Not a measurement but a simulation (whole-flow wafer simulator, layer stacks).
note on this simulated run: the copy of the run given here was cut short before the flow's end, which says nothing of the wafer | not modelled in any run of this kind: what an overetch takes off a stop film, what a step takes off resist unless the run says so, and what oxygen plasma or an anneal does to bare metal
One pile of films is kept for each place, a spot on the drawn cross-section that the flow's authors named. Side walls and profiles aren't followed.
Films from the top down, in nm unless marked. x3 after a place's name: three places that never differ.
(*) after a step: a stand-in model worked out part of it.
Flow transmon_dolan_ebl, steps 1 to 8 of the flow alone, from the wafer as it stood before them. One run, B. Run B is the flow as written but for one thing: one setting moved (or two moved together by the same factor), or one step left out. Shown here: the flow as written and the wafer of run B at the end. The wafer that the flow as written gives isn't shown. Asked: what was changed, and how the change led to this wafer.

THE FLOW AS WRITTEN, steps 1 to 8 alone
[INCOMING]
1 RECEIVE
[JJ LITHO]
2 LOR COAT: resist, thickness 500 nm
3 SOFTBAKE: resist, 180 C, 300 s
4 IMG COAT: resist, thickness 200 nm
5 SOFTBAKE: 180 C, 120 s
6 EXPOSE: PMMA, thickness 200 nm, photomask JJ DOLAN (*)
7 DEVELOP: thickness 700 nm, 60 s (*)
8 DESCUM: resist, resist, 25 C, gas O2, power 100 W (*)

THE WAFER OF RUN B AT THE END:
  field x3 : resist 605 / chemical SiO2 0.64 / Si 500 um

The cause: step 4, IMG COAT: thickness 120 nm was run, where the flow has thickness 200 nm.

How the change led to this, step by step:
  4 IMG COAT: resist, thickness 200 nm
      field x3, jj_line: resist +120 (as written it would be: resist +200)
  7 DEVELOP: thickness 700 nm, 60 s (*)
      jj_line: resist -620 (all of it) (as written it would be: resist -700 (all of it))
